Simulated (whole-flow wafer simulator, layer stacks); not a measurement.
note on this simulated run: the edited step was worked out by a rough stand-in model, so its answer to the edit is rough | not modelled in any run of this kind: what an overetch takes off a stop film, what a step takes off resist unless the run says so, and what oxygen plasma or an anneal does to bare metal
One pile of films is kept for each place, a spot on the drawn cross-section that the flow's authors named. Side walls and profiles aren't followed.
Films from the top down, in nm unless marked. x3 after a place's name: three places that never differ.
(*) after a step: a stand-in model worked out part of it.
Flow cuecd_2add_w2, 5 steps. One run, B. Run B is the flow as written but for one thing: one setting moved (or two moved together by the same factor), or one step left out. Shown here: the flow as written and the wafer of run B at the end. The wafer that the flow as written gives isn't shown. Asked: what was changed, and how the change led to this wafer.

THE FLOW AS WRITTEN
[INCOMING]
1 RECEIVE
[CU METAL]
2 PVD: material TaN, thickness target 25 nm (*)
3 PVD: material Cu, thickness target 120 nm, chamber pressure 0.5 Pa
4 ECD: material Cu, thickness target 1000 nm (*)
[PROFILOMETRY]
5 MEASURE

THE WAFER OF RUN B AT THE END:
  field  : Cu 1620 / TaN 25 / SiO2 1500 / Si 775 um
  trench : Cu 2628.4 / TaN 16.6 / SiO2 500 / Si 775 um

The cause: step 4, ECD: thickness target 1500 nm was run, where the flow has thickness target 1000 nm.

How the change led to this, step by step:
  4 ECD: material Cu, thickness target 1000 nm (*)
      field: Cu +1500 (as written it would be: Cu +1000)
      trench: Cu +2547.6 (as written it would be: Cu +2047.6)
